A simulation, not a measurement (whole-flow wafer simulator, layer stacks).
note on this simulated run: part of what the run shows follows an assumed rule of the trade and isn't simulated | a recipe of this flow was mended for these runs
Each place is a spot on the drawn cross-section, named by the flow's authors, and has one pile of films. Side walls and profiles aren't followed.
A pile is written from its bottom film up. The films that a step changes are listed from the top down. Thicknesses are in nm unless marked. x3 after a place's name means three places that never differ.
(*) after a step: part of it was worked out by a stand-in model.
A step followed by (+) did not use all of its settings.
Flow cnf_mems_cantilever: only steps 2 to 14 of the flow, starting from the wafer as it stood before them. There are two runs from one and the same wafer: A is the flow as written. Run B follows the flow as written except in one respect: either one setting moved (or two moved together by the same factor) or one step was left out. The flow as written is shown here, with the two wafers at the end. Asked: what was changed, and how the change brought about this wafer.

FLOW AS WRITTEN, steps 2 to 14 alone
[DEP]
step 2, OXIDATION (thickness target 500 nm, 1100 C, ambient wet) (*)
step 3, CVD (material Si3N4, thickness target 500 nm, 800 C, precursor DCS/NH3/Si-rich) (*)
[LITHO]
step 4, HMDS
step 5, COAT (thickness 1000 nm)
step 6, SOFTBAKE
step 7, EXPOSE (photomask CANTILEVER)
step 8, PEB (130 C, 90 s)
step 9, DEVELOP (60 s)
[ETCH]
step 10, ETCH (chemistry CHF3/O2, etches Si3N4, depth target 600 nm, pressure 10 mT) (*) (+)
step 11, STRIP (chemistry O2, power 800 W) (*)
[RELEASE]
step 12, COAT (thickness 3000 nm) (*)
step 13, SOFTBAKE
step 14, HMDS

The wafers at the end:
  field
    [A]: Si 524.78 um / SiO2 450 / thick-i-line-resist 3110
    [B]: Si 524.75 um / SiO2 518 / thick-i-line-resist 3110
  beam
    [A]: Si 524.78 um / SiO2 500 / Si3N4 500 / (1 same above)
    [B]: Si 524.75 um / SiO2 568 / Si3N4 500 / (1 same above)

Cause: step 2, OXIDATION: 1135 C was run, though the flow has 1100 C.

How this came from the change, step by step:
  step 2, OXIDATION (thickness target 500 nm, 1100 C, ambient wet) (*)
      field, beam: A SiO2 gains 500 (new film), chemical SiO2 loses 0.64 (all of it), Si loses 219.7 | B SiO2 gains 568 (new film), chemical SiO2 loses 0.64 (all of it), Si loses 249.6
